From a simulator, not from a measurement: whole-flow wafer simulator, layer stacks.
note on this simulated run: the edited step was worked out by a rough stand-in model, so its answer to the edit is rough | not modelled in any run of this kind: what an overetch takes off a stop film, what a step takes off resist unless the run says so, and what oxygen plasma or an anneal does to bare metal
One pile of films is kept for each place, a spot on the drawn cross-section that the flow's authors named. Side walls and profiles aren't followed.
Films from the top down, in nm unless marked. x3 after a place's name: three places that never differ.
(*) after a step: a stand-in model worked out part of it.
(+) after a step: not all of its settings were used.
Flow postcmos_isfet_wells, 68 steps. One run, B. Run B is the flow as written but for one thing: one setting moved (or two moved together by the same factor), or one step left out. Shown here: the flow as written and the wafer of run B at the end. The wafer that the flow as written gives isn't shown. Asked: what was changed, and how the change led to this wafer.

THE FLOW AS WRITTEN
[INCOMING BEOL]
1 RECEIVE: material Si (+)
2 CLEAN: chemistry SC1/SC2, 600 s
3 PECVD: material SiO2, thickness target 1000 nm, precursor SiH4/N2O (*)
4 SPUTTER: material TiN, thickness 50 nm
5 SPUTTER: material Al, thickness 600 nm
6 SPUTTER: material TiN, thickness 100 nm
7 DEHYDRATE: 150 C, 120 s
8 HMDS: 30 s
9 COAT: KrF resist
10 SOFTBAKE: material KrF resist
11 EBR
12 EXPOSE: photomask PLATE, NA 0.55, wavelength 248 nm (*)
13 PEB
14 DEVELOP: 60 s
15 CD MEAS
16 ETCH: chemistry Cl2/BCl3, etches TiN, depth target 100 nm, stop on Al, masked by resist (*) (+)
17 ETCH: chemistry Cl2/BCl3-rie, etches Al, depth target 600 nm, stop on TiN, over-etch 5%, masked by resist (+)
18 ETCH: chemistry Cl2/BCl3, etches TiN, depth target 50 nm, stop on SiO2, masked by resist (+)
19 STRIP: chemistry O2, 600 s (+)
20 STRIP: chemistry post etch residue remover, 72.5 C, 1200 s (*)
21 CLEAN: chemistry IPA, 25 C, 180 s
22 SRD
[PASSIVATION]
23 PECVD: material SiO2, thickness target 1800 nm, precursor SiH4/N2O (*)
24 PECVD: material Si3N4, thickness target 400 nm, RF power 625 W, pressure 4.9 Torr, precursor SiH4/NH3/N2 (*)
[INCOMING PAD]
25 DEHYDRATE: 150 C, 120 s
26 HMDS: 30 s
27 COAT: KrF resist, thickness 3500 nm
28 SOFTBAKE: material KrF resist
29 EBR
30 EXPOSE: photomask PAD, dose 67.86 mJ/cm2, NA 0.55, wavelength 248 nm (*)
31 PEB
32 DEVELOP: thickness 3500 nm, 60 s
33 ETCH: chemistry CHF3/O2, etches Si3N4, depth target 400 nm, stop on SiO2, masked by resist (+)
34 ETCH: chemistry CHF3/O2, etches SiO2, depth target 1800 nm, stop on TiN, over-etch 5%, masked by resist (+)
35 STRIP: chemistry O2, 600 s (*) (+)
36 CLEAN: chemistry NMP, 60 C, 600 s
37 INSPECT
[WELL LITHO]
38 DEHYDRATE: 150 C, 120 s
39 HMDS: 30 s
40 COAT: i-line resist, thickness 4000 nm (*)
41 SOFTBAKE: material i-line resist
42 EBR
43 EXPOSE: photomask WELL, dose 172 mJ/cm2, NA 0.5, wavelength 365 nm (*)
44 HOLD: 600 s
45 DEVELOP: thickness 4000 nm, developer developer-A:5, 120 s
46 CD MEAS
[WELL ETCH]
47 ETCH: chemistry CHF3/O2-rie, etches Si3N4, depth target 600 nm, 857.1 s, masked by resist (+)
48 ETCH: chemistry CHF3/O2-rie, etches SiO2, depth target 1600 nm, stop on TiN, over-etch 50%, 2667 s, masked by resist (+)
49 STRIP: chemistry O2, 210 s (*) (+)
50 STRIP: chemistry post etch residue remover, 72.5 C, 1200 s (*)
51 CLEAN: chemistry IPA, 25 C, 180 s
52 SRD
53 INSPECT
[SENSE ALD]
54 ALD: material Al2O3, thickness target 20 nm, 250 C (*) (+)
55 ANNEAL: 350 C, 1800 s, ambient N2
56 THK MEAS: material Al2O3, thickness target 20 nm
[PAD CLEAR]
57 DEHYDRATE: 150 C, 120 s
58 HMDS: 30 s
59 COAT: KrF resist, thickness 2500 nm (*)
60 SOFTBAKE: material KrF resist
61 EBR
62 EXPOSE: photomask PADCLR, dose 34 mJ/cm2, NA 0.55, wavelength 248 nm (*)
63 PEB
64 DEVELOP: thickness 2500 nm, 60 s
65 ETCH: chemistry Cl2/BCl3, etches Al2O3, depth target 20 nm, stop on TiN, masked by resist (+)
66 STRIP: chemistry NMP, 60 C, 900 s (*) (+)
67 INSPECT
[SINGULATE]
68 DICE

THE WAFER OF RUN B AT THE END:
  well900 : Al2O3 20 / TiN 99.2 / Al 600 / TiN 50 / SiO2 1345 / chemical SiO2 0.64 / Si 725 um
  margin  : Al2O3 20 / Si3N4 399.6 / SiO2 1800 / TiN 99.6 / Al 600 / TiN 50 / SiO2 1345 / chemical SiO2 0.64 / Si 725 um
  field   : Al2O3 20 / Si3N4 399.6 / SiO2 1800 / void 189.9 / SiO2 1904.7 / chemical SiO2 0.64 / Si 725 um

The cause: step 3, PECVD: thickness target 1345 nm was run, where the flow has thickness target 1000 nm.
It can be read off the wafer: well900 has SiO2 1345, and step 3 as written asks for 1000 nm.

How the change led to this, step by step:
  3 PECVD: material SiO2, thickness target 1000 nm, precursor SiH4/N2O (*)
      field, margin, well900, well1300 x3, pad_rim, pad_clr, pad_open: SiO2 +1345 (new film) (as written it would be: SiO2 +1000 (new film))
